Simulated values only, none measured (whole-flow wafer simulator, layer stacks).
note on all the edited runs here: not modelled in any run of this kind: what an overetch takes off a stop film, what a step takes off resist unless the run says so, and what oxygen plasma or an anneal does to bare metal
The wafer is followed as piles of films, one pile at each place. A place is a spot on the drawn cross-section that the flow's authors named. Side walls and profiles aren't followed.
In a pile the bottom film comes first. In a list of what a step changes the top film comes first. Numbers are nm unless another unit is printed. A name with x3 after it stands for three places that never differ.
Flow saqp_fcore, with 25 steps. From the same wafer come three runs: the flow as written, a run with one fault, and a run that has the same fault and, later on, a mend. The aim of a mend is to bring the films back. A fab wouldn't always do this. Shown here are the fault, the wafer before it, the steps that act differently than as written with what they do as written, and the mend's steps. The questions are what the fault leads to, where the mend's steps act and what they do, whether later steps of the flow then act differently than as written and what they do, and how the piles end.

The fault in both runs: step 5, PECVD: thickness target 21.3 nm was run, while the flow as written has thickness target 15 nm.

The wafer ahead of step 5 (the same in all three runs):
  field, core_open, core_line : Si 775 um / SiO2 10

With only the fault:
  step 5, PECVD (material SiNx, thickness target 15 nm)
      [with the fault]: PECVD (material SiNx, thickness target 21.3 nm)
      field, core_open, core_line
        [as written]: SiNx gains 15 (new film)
        [with the fault]: SiNx gains 21.3 (new film)
  Later steps of the flow that are run all act as written at every place that is followed.
  The piles end different from the flow's at field, core_open, core_line by more than 2% or 0.5 nm, whichever is larger.
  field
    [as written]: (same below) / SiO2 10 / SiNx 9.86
    [with the fault]: (same below) / SiO2 10 / SiNx 16.2
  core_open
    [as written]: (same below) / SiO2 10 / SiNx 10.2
    [with the fault]: (same below) / SiO2 10 / SiNx 16.5
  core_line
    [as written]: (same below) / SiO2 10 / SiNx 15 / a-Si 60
    [with the fault]: (same below) / SiO2 10 / SiNx 21.3 / a-Si 60

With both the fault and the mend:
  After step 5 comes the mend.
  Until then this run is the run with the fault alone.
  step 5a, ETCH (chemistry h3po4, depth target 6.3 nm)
      field, core_open, core_line
        SiNx loses 6.3
  Later steps of the flow that are run all act as written at every place that is followed.
  By the end, the piles equal the flow's at every place that both follow.
